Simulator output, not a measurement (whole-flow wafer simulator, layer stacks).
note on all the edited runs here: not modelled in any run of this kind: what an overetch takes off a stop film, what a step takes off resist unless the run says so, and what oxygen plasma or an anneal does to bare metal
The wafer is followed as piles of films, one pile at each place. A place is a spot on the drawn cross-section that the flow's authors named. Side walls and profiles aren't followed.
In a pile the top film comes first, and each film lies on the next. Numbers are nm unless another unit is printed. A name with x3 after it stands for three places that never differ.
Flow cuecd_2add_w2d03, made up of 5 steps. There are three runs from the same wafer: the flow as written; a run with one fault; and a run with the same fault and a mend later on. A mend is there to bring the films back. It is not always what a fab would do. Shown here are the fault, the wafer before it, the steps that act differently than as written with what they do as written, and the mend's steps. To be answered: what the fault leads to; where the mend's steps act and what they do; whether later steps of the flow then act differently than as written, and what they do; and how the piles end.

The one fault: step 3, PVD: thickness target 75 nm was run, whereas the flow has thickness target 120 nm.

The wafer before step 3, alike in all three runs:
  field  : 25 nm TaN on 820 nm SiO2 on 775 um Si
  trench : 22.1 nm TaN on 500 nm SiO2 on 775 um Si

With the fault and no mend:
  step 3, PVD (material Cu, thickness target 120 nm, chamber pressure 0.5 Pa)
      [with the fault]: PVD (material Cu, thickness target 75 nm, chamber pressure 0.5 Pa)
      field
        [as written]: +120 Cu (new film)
        [with the fault]: +75 Cu (new film)
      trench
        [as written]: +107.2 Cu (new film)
        [with the fault]: +66.9 Cu (new film)
  Later steps of the flow that are run all act as written at every place that is followed.
  The piles end different from the flow's at field, trench by more than 2% or 0.5 nm, whichever is larger.
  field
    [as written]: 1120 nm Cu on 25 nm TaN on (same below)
    [with the fault]: 1075 nm Cu on 25 nm TaN on (same below)
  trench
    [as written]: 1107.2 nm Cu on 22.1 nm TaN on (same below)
    [with the fault]: 1066.9 nm Cu on 22.1 nm TaN on (same below)

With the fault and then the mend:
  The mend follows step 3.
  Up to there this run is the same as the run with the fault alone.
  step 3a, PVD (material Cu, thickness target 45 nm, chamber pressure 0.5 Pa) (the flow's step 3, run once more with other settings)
      field
        +45 Cu
      trench
        +39.8 Cu
  Later steps of the flow that are run all act as written at every place that is followed.
  When the end is reached, the piles differ only a little from the flow's at the places that both follow, at most by 2% or 0.5 nm, whichever is larger.
